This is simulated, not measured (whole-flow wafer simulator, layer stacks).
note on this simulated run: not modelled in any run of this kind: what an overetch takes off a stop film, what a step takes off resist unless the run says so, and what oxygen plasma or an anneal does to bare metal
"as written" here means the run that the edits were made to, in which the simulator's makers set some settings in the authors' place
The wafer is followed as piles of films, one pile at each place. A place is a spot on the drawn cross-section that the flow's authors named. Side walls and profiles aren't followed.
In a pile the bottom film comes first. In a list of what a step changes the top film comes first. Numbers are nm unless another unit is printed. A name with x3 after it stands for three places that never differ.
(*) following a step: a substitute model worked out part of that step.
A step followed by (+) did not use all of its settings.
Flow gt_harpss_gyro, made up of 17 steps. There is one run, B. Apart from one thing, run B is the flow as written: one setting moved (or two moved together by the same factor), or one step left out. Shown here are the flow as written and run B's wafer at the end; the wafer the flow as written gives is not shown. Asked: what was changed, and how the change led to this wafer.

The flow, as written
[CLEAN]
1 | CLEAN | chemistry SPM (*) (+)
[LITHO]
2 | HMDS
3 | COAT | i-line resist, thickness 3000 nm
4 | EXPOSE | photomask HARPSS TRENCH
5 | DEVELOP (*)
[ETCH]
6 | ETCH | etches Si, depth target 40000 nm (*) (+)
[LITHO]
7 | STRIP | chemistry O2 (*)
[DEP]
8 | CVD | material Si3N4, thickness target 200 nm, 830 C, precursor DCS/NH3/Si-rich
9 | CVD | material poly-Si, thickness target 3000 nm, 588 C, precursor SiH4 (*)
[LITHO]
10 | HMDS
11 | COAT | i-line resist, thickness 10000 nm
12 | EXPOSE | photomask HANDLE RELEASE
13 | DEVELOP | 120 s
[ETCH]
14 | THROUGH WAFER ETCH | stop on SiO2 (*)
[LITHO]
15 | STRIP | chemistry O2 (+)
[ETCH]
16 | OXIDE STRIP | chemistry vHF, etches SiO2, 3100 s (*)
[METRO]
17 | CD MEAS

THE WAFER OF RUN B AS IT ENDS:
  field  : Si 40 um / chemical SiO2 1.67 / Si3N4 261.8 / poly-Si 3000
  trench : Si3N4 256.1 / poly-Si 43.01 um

What caused this: step 8, CVD: thickness target 261.8 nm was run, while the flow as written has thickness target 200 nm.
One can read it off the wafer: field has Si3N4 261.8, and step 8 as written asks for 200 nm.

The path from the change to this, step by step:
  8 | CVD | material Si3N4, thickness target 200 nm, 830 C, precursor DCS/NH3/Si-rich
      field: +261.8 Si3N4 (new film) (in the flow as written it would be: +200 Si3N4 (new film))
      trench: +256.1 Si3N4 (new film) (in the flow as written it would be: +195.9 Si3N4 (new film))
